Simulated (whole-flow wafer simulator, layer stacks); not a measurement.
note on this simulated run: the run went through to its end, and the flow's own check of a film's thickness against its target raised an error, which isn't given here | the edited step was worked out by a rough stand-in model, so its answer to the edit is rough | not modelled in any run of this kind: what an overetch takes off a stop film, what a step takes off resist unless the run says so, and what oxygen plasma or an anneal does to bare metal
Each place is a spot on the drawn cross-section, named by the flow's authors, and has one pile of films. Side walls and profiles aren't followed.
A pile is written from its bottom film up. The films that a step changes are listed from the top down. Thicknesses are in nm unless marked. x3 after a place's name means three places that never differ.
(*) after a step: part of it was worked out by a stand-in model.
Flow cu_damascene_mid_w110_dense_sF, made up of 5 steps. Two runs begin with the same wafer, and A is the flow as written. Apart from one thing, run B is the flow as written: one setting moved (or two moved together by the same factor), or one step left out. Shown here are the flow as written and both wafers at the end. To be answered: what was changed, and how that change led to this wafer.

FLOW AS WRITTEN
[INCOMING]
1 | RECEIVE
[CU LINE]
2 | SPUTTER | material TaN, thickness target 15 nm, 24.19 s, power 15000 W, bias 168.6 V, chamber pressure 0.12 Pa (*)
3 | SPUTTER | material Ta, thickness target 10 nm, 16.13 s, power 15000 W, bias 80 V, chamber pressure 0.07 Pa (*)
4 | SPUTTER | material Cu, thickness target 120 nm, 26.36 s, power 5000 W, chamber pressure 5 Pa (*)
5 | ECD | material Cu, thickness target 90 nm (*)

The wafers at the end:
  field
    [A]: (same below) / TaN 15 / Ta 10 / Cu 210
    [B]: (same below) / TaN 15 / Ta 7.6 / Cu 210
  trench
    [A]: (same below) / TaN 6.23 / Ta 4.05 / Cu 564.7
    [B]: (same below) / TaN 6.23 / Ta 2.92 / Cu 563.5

Cause: step 3, SPUTTER: power 11400 W was run, though the flow has power 15000 W.

How this came from the change, step by step:
  3 | SPUTTER | material Ta, thickness target 10 nm, 16.13 s, power 15000 W, bias 80 V, chamber pressure 0.07 Pa (*)
      field: A Ta gains 10 (new film) | B Ta gains 7.6 (new film)
      trench: A Ta gains 4.05 (new film) | B Ta gains 2.92 (new film)
